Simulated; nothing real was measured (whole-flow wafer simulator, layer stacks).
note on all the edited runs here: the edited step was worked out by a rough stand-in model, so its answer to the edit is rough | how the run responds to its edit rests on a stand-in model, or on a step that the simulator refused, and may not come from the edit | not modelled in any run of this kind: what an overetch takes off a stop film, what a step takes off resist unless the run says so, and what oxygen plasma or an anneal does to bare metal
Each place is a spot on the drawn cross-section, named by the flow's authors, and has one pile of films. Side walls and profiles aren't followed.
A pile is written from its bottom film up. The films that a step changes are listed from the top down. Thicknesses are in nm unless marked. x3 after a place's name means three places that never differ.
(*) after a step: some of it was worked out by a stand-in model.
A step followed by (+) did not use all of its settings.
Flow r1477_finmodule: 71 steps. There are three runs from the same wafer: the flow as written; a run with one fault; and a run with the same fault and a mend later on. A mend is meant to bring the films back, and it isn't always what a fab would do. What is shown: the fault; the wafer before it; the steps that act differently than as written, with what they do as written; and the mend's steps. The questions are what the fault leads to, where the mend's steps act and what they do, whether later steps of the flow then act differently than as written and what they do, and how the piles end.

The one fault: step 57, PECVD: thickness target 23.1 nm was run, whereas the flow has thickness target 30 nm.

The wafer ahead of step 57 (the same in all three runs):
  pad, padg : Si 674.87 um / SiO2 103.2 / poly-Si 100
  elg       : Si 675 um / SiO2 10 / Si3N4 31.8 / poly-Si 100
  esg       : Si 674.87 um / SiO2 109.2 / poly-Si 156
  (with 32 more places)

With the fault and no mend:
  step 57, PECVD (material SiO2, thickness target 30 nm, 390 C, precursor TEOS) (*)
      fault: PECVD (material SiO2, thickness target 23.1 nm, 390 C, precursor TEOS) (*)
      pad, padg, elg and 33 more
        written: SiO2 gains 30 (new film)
        fault: SiO2 gains 23.1 (new film)
  Steps later in the flow that act otherwise than as written (not shown: 3 more steps that differ only slightly, by at most 2% or 0.5 nm, whichever is larger):
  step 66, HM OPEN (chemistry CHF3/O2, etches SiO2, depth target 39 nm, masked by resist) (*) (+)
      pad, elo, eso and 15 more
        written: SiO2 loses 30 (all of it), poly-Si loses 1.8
        fault: SiO2 loses 23.1 (all of it), poly-Si loses 2.31
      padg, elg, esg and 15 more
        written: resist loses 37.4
        fault: resist loses 33.2
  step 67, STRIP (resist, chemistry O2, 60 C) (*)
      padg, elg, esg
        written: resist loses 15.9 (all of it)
        fault: resist loses 20.1 (all of it)
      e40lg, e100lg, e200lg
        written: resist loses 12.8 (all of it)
        fault: resist loses 16.9 (all of it)
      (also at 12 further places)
  At padg, elg, esg and 15 more, the piles at the end differ from the flow's by more than 2% or 0.5 nm, whichever is larger.
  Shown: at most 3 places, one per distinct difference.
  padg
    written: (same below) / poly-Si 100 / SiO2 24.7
    fault: (same below) / poly-Si 100 / SiO2 17.8
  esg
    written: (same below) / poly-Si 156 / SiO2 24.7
    fault: (same below) / poly-Si 156 / SiO2 17.8
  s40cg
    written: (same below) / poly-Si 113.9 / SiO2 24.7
    fault: (same below) / poly-Si 113.9 / SiO2 17.8

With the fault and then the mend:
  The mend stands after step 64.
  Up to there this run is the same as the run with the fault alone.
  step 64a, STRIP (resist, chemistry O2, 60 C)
      padg, elg, esg
        resist loses 70 (all of it)
      e40lg, e100lg, e200lg
        resist loses 66.9 (all of it)
      s40sg, s45sg
        resist loses 91 (all of it)
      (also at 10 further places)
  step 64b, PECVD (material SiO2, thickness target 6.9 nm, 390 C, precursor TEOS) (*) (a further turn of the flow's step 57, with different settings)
      pad, padg, elg and 33 more
        SiO2 gains 6.9
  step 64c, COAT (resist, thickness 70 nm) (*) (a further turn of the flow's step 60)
      e40lg, e100lg, e200lg, elo, e40lo, e100lo, e200lo
        resist gains 66.9 (new film)
      pad, padg, elg, esg
        resist gains 70 (new film)
      s40sg, s45sg, s40so, s45so
        resist gains 91 (new film)
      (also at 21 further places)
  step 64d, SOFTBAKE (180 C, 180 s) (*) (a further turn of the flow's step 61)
      does not change any film at any place that is followed
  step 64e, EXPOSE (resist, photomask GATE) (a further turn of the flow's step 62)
      does not change any film at any place that is followed
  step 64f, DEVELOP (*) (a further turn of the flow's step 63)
      elo, e40lo, e100lo, e200lo
        resist loses 66.9 (all of it)
      eso, e40so
        resist loses 129.5 (all of it)
      s40so, s45so
        resist loses 91 (all of it)
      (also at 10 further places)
  None of the later steps of the flow acts differently than as written at any place that is followed.
  By the end, the piles equal the flow's at every place that both follow.
